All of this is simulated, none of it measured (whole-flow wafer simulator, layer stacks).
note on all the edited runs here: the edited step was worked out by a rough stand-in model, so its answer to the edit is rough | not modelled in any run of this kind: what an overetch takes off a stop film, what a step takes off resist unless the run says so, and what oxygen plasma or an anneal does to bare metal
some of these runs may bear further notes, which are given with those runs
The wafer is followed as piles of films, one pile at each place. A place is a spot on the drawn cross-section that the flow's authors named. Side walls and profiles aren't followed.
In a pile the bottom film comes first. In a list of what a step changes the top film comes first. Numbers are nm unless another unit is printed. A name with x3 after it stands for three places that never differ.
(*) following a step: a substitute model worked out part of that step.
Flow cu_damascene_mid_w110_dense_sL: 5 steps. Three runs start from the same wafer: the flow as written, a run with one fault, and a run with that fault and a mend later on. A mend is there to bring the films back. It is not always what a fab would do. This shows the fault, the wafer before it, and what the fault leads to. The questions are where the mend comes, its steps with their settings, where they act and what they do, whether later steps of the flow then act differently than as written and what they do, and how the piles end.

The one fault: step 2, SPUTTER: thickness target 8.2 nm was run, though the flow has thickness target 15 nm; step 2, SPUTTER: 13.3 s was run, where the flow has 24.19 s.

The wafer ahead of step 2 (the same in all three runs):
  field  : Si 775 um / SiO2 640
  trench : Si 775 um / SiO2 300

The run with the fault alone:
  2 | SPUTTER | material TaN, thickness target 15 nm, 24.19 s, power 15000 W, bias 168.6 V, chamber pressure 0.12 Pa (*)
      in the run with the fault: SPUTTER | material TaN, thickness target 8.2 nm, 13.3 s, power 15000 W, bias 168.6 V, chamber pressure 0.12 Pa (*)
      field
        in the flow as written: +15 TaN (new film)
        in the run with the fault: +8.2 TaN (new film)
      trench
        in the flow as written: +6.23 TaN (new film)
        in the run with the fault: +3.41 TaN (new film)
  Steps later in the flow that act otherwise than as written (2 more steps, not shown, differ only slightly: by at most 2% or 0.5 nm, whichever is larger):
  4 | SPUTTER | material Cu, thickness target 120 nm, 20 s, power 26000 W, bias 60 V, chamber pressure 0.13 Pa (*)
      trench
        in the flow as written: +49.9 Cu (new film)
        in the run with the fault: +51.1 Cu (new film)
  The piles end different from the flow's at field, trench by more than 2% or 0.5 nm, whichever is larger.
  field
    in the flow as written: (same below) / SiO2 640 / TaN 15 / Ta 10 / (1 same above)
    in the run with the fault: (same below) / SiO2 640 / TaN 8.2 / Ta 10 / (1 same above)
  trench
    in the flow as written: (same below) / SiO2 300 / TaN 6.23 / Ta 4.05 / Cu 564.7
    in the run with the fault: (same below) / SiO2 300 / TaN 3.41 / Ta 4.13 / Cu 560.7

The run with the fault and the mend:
  The mend stands after step 2.
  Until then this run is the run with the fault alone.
  2a | SPUTTER | material TaN, thickness target 6.8 nm, 10.97 s, power 15000 W, bias 168.6 V, chamber pressure 0.12 Pa (*) (a further turn of the flow's step 2, with different settings)
      field
        +6.8 TaN
      trench
        +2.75 TaN
  Every later step of the flow that is run acts as written, at every place that is followed, to within 2% or 0.5 nm, whichever is larger.
  When the end is reached, the piles differ only a little from the flow's at the places that both follow, at most by 2% or 0.5 nm, whichever is larger.
